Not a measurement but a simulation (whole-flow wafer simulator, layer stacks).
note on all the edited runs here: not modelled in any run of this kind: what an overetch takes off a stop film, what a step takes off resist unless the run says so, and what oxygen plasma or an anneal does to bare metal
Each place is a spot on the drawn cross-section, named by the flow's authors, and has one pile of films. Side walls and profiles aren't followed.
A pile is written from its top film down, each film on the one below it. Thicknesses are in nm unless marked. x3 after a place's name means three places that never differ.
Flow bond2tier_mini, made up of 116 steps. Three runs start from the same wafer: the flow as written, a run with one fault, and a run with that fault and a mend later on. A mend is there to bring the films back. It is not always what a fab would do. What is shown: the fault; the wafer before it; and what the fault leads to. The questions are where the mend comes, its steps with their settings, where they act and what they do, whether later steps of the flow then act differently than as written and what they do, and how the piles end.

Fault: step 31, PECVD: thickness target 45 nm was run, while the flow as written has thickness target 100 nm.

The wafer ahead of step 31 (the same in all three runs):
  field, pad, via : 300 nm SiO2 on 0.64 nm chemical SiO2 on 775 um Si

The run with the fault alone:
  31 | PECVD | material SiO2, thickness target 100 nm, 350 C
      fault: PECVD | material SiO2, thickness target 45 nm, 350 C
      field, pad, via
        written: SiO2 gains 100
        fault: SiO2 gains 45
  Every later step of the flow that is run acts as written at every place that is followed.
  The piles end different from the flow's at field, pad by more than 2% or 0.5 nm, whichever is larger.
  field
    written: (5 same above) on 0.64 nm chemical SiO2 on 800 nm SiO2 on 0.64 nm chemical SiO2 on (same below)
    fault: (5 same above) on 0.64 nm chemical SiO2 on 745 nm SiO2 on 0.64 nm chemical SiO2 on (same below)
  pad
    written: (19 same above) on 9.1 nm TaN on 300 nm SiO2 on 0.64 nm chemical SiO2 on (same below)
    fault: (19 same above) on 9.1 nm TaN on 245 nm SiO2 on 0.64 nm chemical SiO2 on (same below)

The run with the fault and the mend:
  After step 31 comes the mend.
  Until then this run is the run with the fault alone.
  31a | PECVD | material SiO2, thickness target 55 nm, 350 C (a further turn of the flow's step 31, with different settings)
      field, pad, via
        SiO2 gains 55
  Every later step of the flow that is run acts as written at every place that is followed.
  The piles end the same as the flow's at every place that both follow.
